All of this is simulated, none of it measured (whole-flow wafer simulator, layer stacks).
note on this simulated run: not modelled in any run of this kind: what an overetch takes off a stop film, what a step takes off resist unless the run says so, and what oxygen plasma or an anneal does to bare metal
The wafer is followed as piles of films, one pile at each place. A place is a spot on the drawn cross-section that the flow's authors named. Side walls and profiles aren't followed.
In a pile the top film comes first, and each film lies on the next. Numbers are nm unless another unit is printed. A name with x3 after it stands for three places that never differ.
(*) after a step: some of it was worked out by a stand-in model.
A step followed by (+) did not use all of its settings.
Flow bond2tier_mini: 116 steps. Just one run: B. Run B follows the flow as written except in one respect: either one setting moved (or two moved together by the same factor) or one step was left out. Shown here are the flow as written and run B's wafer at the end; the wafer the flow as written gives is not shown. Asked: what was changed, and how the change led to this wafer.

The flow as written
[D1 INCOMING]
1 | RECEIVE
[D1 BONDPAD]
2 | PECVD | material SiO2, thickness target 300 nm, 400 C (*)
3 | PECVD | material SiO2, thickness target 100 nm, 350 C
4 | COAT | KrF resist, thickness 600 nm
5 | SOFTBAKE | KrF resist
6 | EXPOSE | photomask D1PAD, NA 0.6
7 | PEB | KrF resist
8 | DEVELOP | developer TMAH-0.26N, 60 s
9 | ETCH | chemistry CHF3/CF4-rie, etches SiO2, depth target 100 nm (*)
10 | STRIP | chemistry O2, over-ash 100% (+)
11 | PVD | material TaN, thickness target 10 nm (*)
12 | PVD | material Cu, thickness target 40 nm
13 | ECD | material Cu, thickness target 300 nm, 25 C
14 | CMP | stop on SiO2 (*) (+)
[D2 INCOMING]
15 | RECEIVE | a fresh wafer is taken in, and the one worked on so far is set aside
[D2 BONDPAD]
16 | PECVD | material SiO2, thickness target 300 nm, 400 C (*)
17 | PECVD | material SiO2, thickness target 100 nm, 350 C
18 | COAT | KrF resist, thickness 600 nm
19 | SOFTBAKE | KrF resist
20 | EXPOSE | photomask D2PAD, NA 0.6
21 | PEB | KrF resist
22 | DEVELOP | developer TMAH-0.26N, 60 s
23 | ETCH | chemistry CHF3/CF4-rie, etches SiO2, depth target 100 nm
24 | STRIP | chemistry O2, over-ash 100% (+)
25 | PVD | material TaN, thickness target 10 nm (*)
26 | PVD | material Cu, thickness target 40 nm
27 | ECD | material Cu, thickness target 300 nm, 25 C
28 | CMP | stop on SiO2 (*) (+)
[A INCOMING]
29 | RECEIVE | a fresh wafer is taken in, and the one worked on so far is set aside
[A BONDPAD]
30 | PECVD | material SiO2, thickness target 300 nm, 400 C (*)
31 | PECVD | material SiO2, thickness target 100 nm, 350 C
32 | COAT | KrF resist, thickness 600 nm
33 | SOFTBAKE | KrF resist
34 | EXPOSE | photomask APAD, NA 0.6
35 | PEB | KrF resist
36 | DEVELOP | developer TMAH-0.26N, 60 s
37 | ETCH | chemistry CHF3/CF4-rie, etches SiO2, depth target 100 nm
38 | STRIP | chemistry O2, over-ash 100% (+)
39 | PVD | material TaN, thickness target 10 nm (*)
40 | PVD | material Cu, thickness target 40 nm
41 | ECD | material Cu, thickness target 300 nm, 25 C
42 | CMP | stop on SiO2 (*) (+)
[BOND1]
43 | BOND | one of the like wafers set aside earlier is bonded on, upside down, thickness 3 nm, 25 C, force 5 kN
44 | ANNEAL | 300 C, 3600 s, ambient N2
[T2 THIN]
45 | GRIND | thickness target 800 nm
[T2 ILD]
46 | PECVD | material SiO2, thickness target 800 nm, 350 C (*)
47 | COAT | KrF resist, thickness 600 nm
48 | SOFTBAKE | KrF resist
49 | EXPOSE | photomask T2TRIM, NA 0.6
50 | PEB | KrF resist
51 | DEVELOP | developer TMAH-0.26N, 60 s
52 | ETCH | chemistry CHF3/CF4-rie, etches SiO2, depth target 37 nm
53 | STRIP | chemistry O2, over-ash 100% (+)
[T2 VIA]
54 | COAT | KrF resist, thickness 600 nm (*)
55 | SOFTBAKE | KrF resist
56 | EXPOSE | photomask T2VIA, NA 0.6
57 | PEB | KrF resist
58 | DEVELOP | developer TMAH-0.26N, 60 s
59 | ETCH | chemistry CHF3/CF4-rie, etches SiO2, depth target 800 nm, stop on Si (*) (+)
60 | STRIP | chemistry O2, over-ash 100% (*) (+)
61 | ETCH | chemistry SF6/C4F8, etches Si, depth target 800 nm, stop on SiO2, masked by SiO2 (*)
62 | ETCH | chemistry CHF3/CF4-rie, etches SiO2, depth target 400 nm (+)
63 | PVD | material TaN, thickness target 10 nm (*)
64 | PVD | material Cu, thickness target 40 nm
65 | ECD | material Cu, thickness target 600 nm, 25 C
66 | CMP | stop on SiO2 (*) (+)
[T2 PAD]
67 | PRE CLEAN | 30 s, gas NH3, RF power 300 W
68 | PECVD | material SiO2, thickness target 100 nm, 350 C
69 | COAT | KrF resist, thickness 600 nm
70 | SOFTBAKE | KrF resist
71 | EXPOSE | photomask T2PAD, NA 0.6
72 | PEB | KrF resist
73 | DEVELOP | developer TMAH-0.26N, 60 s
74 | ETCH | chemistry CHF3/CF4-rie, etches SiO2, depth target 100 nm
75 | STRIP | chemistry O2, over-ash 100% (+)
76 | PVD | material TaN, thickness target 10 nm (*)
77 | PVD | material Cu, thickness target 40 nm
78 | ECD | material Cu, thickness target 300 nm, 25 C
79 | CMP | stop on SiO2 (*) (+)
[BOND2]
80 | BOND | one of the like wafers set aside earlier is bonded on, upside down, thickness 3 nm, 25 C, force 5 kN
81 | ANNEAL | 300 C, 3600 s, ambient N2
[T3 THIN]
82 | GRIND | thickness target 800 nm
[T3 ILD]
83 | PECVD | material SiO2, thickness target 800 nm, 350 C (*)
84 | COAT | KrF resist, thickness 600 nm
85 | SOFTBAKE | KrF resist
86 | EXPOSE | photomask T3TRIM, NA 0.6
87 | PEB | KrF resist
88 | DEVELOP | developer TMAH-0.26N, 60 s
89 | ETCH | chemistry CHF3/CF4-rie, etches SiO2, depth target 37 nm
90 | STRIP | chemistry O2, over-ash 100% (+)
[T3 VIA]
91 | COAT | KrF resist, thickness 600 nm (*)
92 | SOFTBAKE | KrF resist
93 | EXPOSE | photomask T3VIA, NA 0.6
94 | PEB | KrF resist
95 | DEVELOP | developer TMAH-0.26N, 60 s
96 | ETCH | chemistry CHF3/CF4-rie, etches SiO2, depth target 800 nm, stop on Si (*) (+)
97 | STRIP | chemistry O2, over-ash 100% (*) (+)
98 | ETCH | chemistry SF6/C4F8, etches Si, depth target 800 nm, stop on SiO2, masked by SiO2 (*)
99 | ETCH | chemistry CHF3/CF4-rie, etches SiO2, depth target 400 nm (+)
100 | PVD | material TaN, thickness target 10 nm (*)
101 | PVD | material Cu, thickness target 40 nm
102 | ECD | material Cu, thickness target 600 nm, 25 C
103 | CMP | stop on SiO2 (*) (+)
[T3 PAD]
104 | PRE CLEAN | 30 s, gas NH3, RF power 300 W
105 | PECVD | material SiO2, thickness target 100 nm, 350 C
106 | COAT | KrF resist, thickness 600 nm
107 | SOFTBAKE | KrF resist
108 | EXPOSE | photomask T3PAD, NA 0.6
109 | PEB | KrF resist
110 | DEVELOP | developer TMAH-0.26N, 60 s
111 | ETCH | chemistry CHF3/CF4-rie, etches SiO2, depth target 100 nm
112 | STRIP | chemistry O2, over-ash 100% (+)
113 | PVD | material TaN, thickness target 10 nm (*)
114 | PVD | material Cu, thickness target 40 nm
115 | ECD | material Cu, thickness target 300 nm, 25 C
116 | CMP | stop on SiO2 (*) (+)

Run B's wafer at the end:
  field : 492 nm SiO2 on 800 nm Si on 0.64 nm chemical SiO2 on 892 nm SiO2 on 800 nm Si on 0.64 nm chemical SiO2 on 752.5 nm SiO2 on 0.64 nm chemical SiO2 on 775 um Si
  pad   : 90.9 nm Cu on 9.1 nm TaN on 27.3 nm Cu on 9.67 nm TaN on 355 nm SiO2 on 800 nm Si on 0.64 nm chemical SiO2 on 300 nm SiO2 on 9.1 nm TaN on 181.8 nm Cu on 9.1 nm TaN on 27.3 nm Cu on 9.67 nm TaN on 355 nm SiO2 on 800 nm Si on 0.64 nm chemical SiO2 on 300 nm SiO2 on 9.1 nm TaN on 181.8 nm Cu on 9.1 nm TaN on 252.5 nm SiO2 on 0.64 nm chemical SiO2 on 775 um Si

Cause: step 31, PECVD: thickness target 52.5 nm was run, whereas the flow has thickness target 100 nm.

How this came from the change, step by step:
  31 | PECVD | material SiO2, thickness target 100 nm, 350 C
      field, pad, via: SiO2 gains 52.5 (in the flow as written it would be: SiO2 gains 100)
